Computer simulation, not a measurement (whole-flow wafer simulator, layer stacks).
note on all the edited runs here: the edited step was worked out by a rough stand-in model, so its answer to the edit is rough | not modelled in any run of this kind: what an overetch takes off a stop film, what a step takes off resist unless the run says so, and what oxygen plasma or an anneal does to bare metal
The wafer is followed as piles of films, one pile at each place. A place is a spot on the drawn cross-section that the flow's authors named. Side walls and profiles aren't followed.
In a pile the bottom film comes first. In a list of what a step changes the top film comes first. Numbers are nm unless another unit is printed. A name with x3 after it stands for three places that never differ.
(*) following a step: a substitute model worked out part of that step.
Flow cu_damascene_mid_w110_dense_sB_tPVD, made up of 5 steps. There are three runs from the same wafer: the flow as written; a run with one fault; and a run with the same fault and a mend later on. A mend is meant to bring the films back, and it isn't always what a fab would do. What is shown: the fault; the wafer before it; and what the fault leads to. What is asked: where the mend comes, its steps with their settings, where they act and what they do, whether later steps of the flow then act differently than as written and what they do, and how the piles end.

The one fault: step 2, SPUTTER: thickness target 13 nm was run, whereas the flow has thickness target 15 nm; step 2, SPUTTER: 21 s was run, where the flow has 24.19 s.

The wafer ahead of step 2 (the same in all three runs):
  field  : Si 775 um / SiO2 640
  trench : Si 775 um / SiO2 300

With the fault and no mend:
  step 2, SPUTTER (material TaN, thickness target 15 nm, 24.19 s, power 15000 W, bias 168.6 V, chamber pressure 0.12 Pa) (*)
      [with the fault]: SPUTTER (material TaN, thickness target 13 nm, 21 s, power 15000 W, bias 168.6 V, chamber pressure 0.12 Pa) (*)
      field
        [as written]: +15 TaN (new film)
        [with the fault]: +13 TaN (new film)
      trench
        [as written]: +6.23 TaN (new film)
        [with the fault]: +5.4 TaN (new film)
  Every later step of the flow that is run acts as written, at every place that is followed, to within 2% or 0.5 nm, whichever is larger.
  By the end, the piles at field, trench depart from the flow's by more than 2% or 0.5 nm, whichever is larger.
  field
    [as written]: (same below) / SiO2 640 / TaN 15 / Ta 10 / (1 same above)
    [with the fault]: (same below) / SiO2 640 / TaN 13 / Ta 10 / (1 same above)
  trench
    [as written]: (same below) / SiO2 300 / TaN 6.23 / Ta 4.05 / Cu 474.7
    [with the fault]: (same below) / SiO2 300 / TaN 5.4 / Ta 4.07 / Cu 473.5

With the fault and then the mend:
  The mend follows step 2.
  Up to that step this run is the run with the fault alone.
  step 2a, SPUTTER (material TaN, thickness target 1.98 nm, 3.193 s, power 15000 W, bias 168.6 V, chamber pressure 0.12 Pa) (*) (a further turn of the flow's step 2, with different settings)
      field
        +1.98 TaN
      trench
        +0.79 TaN
  Every later step of the flow that is run acts as written, at every place that is followed, to within 2% or 0.5 nm, whichever is larger.
  The piles end only slightly different from the flow's at the places that both follow, by no more than 2% or 0.5 nm, whichever is larger.
